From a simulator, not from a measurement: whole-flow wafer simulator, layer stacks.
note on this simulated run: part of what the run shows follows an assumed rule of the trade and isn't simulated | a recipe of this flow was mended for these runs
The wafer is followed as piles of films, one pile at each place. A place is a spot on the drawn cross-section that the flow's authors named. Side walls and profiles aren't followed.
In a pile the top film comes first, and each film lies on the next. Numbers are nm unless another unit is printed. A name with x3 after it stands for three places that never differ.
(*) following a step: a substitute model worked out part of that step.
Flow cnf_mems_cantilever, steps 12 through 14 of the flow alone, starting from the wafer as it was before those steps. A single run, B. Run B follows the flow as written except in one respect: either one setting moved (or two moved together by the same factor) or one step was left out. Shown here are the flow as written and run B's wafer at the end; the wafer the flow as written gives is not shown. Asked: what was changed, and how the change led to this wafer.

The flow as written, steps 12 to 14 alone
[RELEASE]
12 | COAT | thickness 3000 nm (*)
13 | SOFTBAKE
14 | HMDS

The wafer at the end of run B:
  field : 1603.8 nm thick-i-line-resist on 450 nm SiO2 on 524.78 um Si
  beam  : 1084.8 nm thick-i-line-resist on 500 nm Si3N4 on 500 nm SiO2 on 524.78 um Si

Cause: step 12, COAT: thickness 1500 nm was run, though the flow has thickness 3000 nm.

How this came from the change, step by step:
  12 | COAT | thickness 3000 nm (*)
      field: +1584 thick-i-line-resist (new film) (in the flow as written it would be: +3098.1 thick-i-line-resist (new film))
      beam: +1164 thick-i-line-resist (new film) (in the flow as written it would be: +2607.6 thick-i-line-resist (new film))
  13 | SOFTBAKE
      field: +19.8 thick-i-line-resist (in the flow as written it would be: +11.9 thick-i-line-resist)
      beam: -79.3 thick-i-line-resist (in the flow as written it would be: -47.6 thick-i-line-resist)
